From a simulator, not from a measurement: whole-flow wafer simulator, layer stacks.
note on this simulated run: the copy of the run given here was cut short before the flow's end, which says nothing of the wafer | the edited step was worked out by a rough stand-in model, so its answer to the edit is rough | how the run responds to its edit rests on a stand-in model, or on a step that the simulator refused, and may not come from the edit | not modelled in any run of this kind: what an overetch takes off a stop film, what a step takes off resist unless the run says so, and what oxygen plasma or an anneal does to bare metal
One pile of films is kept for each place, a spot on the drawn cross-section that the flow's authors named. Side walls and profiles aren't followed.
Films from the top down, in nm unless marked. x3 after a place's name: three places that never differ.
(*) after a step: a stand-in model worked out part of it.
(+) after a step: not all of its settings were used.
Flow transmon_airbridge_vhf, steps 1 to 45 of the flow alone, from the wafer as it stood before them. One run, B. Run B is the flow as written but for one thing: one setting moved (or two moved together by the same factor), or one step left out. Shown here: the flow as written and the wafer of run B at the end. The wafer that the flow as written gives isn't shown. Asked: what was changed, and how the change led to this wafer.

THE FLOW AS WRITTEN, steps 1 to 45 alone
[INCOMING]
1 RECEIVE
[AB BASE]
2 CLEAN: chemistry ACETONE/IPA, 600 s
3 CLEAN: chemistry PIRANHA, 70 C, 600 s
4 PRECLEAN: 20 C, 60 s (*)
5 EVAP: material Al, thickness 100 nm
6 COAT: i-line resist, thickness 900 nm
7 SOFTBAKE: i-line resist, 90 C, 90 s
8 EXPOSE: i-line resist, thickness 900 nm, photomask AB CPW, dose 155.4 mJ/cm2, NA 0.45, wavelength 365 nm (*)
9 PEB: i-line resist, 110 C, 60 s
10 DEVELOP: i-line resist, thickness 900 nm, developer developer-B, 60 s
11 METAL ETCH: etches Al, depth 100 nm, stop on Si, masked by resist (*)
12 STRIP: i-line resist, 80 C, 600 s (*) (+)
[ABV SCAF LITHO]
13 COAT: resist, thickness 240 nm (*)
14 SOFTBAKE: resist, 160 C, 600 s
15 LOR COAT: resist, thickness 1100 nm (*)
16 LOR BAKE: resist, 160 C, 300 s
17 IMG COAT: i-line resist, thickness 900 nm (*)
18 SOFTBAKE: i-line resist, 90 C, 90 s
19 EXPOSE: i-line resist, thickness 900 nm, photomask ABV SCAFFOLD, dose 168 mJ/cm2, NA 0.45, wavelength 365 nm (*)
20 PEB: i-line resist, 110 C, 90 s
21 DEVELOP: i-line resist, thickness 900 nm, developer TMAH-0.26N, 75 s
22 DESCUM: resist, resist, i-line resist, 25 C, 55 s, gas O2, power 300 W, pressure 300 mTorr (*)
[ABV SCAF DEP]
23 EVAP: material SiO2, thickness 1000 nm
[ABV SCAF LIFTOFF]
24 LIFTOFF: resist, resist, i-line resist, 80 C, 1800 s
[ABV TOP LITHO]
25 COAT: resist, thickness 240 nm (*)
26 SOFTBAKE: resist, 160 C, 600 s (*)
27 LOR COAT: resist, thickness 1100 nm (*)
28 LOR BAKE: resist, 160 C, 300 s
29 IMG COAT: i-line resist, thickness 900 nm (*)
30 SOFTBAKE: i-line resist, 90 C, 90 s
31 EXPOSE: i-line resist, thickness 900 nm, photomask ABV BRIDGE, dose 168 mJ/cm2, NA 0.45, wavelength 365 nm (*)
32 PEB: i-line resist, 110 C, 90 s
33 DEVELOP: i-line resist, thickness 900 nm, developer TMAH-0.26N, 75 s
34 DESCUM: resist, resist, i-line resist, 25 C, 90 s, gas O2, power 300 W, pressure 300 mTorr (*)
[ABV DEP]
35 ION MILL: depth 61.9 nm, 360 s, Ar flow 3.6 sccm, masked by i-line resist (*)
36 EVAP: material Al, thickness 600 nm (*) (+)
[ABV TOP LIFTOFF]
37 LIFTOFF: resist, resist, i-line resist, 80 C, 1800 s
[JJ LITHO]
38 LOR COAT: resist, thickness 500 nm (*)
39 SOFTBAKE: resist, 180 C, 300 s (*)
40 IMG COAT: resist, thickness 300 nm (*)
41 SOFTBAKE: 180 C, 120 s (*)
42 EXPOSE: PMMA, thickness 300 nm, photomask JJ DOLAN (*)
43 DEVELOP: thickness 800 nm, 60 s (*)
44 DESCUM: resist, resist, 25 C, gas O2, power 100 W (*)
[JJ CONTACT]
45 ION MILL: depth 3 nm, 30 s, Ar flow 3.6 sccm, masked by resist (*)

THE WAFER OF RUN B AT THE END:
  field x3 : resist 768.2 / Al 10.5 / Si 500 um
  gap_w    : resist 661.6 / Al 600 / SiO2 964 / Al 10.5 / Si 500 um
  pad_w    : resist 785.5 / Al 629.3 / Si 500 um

The cause: step 11, METAL ETCH: depth 89.5 nm was run, where the flow has depth 100 nm.

How the change led to this, step by step:
  11 METAL ETCH: etches Al, depth 100 nm, stop on Si, masked by resist (*)
      field x3, jj_line, gap_w, gap_e: Al -89.5 (as written it would be: Al -100 (all of it))
      ground_far, pad_w, flank_w and 8 more: i-line resist -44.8 (as written it would be: i-line resist -50)
  45 ION MILL: depth 3 nm, 30 s, Ar flow 3.6 sccm, masked by resist (*)
      jj_line: Al -10.5 (all of it), Si -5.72 (as written it would be: Si -11.6)
Counting metal films that touch as one body, field x3 has 1 body; the flow as written gives 0 bodies.
Counting metal films that touch as one body, gap_w has 2 bodies (between them, from the top down: SiO2 964); the flow as written gives 1 body.
